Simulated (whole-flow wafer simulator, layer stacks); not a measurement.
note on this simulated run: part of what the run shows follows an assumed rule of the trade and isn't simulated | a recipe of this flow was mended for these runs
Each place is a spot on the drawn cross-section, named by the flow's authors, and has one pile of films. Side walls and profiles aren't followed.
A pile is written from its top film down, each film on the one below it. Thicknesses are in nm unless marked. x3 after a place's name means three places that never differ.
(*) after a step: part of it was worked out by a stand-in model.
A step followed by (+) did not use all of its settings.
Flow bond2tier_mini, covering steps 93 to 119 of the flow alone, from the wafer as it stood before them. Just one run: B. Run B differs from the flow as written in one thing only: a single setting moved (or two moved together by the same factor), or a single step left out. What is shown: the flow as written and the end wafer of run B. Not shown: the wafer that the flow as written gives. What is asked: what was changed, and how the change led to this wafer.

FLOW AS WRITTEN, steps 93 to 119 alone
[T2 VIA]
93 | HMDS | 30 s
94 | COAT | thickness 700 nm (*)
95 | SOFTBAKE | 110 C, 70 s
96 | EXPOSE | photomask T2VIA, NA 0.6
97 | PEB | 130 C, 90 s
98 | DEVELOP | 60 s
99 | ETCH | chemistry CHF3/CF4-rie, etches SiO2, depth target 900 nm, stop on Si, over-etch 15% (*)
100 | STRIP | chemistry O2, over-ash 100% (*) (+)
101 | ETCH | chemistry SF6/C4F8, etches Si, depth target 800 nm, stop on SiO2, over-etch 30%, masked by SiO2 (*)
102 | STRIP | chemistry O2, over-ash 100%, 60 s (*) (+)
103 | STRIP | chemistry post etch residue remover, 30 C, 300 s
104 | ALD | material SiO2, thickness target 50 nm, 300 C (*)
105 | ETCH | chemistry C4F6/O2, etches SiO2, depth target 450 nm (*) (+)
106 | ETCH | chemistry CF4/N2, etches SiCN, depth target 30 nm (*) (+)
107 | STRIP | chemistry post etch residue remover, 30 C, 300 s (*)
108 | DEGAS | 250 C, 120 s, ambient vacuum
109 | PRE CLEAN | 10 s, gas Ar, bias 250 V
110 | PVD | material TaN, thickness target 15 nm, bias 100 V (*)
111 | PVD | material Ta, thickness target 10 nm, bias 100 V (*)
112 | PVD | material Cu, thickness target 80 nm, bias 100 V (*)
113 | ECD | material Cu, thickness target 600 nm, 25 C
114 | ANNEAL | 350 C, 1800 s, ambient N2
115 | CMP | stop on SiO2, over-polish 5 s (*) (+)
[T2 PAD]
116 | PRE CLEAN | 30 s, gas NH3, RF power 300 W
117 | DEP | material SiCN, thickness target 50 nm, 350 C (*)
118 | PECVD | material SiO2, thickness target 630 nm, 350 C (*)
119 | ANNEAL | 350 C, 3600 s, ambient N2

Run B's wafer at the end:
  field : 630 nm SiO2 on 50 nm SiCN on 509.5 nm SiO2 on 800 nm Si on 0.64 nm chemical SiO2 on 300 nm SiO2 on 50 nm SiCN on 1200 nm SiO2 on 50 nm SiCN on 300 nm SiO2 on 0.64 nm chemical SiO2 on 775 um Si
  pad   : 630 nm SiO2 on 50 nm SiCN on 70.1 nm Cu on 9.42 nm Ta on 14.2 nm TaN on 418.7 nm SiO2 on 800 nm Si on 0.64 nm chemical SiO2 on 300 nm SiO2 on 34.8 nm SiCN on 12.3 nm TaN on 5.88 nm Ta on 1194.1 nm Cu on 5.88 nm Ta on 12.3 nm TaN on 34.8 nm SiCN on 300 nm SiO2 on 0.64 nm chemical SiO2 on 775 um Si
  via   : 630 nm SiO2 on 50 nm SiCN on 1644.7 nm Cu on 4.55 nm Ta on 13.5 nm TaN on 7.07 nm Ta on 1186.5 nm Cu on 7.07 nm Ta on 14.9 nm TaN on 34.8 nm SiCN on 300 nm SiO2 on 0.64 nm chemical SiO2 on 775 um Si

What caused this: step 104, ALD: thickness target 56 nm was run, while the flow as written has thickness target 50 nm; step 105, ETCH: depth target 504 nm was run, where the flow has depth target 450 nm.

How this came from the change, step by step:
  104 | ALD | material SiO2, thickness target 50 nm, 300 C (*)
      field, pad, via: SiO2 gains 56 (as written it would have been: SiO2 gains 50)
  105 | ETCH | chemistry C4F6/O2, etches SiO2, depth target 450 nm (*) (+)
      field, pad: SiO2 loses 504 (as written it would have been: SiO2 loses 450)
      via: SiO2 loses 354.1 (all of it), SiCN loses 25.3 (as written it would have been: SiO2 loses 348.1 (all of it), SiCN loses 17.2)
  106 | ETCH | chemistry CF4/N2, etches SiCN, depth target 30 nm (*) (+)
      via: SiCN loses 9.55 (all of it), TaN loses 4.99 (as written it would have been: SiCN loses 17.6 (all of it), TaN loses 3.01)
